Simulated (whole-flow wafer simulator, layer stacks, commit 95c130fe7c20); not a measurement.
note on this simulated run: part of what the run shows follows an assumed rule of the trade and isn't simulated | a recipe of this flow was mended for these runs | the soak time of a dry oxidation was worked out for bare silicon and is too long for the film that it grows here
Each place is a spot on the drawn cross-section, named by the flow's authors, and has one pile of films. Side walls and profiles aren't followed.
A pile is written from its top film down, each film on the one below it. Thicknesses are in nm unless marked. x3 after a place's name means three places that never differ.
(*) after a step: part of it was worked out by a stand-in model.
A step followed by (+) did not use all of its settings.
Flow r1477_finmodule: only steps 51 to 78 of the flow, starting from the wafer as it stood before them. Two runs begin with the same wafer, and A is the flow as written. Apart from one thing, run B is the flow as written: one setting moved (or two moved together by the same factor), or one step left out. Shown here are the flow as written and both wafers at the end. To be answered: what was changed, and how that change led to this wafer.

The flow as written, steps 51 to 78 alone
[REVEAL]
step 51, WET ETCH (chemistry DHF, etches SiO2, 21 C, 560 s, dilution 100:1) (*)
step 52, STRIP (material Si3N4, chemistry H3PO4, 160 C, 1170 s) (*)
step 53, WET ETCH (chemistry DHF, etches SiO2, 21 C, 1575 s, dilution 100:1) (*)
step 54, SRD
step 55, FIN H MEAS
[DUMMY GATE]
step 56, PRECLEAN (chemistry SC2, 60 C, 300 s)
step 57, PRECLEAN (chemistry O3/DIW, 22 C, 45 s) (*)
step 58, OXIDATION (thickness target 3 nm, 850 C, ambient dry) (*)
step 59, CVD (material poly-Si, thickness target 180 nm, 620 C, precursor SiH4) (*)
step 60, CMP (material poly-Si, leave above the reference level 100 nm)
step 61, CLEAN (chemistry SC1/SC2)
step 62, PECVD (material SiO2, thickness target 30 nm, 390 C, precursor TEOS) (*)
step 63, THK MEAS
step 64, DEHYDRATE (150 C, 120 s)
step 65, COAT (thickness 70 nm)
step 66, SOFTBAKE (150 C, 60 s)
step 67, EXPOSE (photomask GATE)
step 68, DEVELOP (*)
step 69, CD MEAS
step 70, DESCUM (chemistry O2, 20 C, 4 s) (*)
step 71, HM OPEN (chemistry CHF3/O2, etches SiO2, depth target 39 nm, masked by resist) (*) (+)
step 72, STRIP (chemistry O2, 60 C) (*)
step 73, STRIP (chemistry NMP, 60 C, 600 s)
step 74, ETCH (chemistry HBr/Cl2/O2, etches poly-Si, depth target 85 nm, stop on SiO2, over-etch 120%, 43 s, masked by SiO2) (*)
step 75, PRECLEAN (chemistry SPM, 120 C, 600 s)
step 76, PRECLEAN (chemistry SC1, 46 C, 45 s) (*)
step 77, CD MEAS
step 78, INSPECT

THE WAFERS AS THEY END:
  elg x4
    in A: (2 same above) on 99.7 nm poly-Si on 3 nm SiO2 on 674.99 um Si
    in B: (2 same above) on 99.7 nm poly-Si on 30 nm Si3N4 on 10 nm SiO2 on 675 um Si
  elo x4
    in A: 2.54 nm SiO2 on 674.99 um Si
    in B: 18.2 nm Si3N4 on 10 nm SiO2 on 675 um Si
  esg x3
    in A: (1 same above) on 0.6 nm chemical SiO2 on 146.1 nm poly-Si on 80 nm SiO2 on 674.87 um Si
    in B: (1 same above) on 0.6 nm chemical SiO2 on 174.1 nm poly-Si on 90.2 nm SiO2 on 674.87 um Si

Cause: step 51, WET ETCH: 356 s was run, though the flow has 560 s.

How this came from the change, step by step:
  step 51, WET ETCH (chemistry DHF, etches SiO2, 21 C, 560 s, dilution 100:1) (*)
      elg x4, elo x4: A -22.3 SiO2 (all of it), -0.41 Si3N4 | B -17.9 SiO2
      esg x3, e200sg, s40cg x3, s40sg x3, eso x3, e200so, s40co x3, s40so x3: A -28.1 SiO2 | B -17.9 SiO2
      (also at 8 further places)
  step 52, STRIP (material Si3N4, chemistry H3PO4, 160 C, 1170 s) (*)
      elg x4, elo x4: A -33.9 Si3N4 (all of it), -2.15 SiO2 | B -4.41 SiO2 (all of it)
  step 53, WET ETCH (chemistry DHF, etches SiO2, 21 C, 1575 s, dilution 100:1) (*)
      elg x4, elo x4: A -7.85 SiO2 (all of it) | B -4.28 Si3N4
  step 57, PRECLEAN (chemistry O3/DIW, 22 C, 45 s) (*)
      elg x4, elo x4: A +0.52 chemical SiO2, -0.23 Si | B nothing
  step 58, OXIDATION (thickness target 3 nm, 850 C, ambient dry) (*)
      elg x4, elo x4: A +3 SiO2 (new film), -0.85 chemical SiO2 (all of it), -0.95 Si | B nothing
  step 59, CVD (material poly-Si, thickness target 180 nm, 620 C, precursor SiH4) (*)
      s40cg x3, s40sg x3, s40co x3, s40so x3: A +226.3 poly-Si (new film) | B +216.1 poly-Si (new film)
      esg x3, eso x3: A +226.3 poly-Si (new film) | B +254.4 poly-Si (new film)
      (also at 2 further places)
  step 60, CMP (material poly-Si, leave above the reference level 100 nm)
      pad, padg: A -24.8 poly-Si | B nothing
      s40cg x3, s40sg x3, s40sg_line x3, s40co x3, s40so x3, s40so_line x3: A -80 poly-Si | B -41.7 poly-Si
      (also at 2 further places)
  step 74, ETCH (chemistry HBr/Cl2/O2, etches poly-Si, depth target 85 nm, stop on SiO2, over-etch 120%, 43 s, masked by SiO2) (*)
      elo x4: A -1.12 chemical SiO2 (all of it), -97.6 poly-Si (all of it), -0.45 SiO2 | B -1.12 chemical SiO2 (all of it), -97.6 poly-Si (all of it), -11.8 Si3N4
      pad: A -1.12 chemical SiO2 (all of it), -152.8 poly-Si (all of it), -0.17 SiO2 | B -1.12 chemical SiO2 (all of it), -177.6 poly-Si (all of it)
      (also at 13 further places)
